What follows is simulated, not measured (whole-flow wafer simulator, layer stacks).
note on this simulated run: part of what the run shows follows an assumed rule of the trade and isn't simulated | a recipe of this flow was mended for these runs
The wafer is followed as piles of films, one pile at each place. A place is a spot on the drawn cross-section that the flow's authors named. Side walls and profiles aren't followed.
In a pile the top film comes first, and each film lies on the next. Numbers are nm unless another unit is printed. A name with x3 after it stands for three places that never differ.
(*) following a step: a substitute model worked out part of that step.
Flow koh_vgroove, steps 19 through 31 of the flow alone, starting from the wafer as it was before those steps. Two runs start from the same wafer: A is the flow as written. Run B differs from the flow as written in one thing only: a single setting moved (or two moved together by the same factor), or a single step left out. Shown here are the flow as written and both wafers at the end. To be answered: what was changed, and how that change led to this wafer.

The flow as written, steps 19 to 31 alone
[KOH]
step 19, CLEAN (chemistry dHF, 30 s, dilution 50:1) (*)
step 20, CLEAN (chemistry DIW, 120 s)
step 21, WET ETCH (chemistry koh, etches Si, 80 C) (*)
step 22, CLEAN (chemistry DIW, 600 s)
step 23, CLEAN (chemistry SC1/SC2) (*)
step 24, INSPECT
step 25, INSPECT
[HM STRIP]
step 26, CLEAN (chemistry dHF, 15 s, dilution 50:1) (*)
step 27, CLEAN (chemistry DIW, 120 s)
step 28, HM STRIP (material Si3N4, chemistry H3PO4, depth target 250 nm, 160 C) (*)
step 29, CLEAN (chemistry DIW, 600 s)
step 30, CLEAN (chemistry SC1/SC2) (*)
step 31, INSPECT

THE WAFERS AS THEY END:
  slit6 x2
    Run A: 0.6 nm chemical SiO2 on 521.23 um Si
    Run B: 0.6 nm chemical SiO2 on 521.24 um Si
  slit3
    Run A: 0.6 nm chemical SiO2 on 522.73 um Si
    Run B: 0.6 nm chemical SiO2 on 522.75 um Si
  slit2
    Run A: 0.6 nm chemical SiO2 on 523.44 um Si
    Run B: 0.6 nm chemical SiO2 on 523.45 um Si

What caused this: step 26, CLEAN: chemistry dHF, 15 s, dilution 50:1 (*), was omitted.

How this came from the change, step by step:
  step 28, HM STRIP (material Si3N4, chemistry H3PO4, depth target 250 nm, 160 C) (*)
      slit3, slit2, slit6 x2: A +0.5 chemical SiO2 (new film), -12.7 Si | B -0.1 chemical SiO2, -0.22 Si
